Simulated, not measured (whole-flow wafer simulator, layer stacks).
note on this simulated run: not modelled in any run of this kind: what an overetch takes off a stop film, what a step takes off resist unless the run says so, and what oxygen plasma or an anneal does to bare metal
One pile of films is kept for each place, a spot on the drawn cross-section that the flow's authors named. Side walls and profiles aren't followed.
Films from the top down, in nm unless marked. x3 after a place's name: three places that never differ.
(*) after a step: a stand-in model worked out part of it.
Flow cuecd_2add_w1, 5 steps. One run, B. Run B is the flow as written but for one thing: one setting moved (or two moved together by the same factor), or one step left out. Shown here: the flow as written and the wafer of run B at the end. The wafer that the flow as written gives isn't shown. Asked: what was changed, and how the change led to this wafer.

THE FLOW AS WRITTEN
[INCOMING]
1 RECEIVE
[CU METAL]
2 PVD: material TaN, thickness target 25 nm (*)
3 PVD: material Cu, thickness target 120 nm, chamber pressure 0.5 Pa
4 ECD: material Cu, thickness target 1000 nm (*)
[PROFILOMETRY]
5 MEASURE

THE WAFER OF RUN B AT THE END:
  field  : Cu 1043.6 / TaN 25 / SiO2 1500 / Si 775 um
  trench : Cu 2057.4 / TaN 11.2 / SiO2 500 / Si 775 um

The cause: step 3, PVD: thickness target 43.6 nm was run, where the flow has thickness target 120 nm.

How the change led to this, step by step:
  3 PVD: material Cu, thickness target 120 nm, chamber pressure 0.5 Pa
      field: Cu +43.6 (new film) (as written it would be: Cu +120 (new film))
      trench: Cu +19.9 (new film) (as written it would be: Cu +53.6 (new film))
  4 ECD: material Cu, thickness target 1000 nm (*)
      trench: Cu +2037.4 (as written it would be: Cu +2080.2)
